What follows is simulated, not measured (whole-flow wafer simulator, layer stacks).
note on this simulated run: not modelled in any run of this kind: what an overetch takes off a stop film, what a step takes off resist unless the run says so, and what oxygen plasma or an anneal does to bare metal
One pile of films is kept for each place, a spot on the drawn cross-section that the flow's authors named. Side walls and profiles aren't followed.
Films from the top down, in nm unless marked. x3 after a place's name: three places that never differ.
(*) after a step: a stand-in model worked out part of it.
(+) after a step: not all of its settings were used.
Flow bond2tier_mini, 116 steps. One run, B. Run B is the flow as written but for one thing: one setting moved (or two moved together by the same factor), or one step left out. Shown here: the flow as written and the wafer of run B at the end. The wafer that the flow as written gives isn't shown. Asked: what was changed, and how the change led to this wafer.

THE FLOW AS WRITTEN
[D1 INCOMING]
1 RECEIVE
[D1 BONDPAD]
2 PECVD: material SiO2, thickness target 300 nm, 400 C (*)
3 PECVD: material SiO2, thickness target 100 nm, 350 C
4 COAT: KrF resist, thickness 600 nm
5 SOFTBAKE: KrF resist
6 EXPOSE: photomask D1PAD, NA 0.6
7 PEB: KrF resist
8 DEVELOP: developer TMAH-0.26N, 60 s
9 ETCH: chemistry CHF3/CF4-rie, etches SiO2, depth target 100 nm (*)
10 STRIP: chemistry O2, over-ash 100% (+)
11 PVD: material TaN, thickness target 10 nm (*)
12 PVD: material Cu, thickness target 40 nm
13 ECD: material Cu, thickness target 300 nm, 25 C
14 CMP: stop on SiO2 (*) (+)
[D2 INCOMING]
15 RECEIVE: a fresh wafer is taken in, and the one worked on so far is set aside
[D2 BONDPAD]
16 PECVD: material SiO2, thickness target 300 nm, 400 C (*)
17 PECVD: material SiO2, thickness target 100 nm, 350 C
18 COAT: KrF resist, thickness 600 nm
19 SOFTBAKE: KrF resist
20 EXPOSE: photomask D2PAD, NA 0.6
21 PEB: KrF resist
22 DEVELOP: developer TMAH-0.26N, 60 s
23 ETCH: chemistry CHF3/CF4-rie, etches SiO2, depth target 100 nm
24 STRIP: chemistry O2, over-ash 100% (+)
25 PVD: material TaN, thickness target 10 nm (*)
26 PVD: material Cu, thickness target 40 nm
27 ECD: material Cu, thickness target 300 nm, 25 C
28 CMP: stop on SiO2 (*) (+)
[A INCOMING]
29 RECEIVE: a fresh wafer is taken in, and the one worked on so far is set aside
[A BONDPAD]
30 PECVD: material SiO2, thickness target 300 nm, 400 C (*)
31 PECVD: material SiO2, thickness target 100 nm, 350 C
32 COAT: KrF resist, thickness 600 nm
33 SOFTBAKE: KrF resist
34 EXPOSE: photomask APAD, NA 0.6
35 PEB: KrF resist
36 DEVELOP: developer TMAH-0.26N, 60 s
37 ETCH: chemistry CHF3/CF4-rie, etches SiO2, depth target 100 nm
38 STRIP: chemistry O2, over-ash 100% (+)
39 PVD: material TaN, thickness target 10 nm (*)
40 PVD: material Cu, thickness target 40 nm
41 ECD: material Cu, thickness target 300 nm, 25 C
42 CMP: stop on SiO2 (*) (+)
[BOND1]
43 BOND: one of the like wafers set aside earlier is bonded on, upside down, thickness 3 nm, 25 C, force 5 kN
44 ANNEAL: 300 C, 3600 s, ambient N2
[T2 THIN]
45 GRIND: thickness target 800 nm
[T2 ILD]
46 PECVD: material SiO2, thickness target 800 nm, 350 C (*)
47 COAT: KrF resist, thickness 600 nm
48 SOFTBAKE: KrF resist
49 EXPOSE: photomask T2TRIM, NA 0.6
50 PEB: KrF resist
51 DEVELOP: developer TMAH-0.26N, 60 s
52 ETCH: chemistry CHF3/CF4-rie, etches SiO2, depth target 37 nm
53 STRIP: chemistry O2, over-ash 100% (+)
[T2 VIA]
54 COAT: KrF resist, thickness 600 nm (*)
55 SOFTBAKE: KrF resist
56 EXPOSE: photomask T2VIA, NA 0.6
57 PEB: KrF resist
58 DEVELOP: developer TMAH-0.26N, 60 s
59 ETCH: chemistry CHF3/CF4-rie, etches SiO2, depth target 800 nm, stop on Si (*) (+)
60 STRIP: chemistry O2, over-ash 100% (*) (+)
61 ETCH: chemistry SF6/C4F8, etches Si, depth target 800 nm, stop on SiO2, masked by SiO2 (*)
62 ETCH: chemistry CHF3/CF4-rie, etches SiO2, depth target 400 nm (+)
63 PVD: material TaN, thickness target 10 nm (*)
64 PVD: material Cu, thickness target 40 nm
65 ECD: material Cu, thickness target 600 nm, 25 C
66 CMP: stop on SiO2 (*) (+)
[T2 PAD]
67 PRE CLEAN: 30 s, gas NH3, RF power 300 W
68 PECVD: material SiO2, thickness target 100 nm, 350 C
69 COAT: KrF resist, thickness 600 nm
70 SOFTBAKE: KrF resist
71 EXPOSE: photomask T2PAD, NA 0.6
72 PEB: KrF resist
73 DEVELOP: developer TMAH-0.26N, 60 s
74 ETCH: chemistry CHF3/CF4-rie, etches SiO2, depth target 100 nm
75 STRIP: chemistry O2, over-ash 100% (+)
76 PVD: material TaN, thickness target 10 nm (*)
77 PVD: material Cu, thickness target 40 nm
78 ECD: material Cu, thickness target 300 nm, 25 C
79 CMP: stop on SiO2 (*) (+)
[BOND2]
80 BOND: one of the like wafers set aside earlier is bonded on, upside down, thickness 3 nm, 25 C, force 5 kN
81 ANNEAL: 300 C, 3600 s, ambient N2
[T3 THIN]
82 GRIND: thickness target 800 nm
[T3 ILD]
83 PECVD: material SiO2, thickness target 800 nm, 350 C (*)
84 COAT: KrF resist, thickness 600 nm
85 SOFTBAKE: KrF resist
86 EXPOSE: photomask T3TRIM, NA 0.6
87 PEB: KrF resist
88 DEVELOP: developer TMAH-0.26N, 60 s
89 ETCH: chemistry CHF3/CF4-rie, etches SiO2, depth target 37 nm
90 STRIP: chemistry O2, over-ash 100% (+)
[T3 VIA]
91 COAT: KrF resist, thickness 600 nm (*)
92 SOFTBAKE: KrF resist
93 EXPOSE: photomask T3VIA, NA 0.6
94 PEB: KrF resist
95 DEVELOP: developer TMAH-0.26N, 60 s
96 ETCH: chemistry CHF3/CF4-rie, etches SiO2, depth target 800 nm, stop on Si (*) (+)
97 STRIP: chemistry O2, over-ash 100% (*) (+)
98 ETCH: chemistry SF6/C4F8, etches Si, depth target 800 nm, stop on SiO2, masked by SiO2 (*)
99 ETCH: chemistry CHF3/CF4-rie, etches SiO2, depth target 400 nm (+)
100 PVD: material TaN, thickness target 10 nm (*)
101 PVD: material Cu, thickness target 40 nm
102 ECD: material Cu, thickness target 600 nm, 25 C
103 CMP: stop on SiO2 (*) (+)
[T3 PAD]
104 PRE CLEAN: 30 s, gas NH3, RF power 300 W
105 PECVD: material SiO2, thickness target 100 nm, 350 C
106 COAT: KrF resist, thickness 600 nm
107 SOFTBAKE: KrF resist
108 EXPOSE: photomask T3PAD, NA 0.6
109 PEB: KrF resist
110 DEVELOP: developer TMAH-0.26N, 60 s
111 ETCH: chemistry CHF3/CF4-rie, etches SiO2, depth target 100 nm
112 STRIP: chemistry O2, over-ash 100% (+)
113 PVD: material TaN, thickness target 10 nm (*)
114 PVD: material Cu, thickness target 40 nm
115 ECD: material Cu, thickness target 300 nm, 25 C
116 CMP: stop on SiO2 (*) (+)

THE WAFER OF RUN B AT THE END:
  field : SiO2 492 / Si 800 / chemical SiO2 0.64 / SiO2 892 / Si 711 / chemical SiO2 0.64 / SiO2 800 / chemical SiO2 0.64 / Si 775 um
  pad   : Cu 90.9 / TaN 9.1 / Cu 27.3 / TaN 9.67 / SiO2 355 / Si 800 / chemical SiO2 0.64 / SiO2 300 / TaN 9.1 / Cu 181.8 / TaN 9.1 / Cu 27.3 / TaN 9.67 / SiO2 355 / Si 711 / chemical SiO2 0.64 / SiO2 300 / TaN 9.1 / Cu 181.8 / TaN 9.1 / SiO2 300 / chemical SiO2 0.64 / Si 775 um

The cause: step 45, GRIND: thickness target 711 nm was run, where the flow has thickness target 800 nm.
It can be read off the wafer: field has Si 711, and step 45 as written asks for 800 nm.

How the change led to this, step by step:
  45 GRIND: thickness target 800 nm
      field, pad, via: Si -774.29 um (as written it would be: Si -774.2 um)
